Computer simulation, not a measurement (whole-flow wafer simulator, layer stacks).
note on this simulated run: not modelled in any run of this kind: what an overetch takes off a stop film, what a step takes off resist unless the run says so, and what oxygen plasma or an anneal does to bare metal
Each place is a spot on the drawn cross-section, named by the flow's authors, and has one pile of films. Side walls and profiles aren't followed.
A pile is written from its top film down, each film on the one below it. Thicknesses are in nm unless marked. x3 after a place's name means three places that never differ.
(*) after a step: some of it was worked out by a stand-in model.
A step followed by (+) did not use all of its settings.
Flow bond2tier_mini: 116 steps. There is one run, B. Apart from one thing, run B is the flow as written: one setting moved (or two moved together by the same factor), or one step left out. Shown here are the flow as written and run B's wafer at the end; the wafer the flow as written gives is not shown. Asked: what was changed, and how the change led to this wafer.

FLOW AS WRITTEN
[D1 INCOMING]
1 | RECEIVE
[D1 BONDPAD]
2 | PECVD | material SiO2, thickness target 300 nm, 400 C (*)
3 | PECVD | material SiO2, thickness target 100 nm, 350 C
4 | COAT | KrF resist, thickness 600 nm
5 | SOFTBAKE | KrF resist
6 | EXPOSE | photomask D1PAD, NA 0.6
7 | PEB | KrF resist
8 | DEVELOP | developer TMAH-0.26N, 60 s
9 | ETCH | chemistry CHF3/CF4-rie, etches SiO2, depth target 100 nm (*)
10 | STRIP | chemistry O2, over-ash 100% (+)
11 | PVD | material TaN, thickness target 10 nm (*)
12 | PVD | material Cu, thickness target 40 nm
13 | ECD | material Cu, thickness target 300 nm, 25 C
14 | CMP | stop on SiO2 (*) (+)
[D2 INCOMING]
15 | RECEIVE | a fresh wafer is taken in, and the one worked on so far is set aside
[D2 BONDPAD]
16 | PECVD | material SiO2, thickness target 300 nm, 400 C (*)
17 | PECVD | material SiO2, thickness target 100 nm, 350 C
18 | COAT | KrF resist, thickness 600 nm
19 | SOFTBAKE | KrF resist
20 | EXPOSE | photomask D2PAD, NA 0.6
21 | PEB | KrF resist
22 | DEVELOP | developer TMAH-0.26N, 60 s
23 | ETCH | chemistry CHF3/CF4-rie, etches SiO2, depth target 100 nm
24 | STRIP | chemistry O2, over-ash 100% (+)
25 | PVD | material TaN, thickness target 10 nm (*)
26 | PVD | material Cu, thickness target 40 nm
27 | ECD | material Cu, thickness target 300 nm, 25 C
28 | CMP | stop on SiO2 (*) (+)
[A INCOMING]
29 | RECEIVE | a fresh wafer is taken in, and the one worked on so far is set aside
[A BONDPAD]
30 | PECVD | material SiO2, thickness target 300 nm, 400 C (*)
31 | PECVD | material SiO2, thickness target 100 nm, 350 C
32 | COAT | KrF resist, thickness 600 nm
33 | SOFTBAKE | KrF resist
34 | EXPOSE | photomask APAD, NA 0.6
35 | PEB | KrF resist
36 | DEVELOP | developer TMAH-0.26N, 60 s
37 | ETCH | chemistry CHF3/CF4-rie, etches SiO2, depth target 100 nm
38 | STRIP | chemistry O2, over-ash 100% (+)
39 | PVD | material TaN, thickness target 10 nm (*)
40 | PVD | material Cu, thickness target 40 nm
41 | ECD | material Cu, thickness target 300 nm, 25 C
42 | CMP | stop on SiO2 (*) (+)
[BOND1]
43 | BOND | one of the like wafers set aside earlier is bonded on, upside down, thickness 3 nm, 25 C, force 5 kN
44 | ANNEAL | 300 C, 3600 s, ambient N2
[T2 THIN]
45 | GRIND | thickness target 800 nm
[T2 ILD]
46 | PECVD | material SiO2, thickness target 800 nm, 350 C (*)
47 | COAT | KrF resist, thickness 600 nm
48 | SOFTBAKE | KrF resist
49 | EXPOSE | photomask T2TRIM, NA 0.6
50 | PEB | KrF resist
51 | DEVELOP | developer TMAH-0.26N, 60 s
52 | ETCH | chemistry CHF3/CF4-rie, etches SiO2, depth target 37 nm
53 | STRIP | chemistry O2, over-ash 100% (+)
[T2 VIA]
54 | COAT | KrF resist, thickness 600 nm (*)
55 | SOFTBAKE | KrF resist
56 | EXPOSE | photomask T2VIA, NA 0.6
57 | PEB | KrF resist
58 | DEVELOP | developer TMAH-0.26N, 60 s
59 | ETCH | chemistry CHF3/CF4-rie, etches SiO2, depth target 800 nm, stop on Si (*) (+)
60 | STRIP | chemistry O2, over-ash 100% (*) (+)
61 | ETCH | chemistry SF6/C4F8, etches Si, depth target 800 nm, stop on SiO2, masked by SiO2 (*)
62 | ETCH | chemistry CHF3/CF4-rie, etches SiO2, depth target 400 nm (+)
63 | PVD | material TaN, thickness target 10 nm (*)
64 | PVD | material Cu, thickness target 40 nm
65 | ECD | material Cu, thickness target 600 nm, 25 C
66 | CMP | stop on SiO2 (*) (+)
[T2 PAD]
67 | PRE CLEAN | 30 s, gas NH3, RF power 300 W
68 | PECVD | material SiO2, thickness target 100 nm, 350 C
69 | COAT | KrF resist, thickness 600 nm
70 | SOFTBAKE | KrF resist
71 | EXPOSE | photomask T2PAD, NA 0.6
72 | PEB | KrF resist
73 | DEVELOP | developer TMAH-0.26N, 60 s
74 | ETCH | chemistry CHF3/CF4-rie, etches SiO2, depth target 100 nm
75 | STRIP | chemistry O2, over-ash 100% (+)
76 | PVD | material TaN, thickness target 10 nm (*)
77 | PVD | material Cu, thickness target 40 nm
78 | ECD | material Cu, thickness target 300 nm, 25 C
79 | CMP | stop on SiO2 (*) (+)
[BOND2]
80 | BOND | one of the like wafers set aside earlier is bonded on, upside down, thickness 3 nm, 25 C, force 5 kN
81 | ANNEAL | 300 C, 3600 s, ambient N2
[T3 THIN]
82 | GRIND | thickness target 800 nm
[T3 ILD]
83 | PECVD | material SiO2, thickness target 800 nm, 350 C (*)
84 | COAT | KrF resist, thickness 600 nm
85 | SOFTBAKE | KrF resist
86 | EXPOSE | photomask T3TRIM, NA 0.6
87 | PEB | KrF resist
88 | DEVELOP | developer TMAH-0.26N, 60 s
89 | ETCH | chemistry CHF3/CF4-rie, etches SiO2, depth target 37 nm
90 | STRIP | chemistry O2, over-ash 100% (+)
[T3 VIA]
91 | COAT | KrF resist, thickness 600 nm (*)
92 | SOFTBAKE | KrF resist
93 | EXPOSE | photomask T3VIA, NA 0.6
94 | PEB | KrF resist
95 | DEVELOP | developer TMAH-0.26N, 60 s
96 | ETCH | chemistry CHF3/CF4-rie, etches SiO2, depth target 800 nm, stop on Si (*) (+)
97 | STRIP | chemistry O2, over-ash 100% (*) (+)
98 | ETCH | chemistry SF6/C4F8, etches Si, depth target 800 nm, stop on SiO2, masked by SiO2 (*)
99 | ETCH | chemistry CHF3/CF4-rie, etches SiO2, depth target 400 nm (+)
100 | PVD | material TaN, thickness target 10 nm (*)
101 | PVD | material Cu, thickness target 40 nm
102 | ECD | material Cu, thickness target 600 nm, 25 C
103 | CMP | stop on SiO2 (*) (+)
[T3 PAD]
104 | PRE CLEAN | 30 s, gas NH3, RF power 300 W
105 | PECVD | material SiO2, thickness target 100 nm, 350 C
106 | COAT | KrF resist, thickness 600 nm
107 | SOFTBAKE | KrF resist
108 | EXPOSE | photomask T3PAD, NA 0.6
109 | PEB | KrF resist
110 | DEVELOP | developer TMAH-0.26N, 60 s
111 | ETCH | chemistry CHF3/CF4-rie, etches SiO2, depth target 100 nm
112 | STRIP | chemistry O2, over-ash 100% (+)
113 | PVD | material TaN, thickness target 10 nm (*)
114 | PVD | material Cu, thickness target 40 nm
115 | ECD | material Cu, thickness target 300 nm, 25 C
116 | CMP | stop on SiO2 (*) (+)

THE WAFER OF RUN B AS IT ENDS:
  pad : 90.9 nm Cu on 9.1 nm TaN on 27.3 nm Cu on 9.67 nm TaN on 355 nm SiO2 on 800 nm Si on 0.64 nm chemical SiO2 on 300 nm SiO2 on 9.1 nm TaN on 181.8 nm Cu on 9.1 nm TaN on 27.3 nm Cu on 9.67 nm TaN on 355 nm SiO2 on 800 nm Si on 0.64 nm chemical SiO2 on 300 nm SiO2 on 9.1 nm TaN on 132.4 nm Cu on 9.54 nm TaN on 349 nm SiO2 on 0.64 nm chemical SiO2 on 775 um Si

What caused this: step 37, ETCH: depth target 51 nm was run, while the flow as written has depth target 100 nm.

How this came from the change, step by step:
  37 | ETCH | chemistry CHF3/CF4-rie, etches SiO2, depth target 100 nm
      pad, via: SiO2 loses 51 (as written it would have been: SiO2 loses 100)
      field: KrF resist loses 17 (as written it would have been: KrF resist loses 33.3)
  38 | STRIP | chemistry O2, over-ash 100% (+)
      field: KrF resist loses 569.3 (all of it) (as written it would have been: KrF resist loses 552.9 (all of it))
  40 | PVD | material Cu, thickness target 40 nm
      pad: Cu gains 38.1 (new film) (as written it would have been: Cu gains 36.4 (new film))
  41 | ECD | material Cu, thickness target 300 nm, 25 C
      pad: Cu gains 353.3 (as written it would have been: Cu gains 404.5)
      via: Cu gains 351 (as written it would have been: Cu gains 400.2)
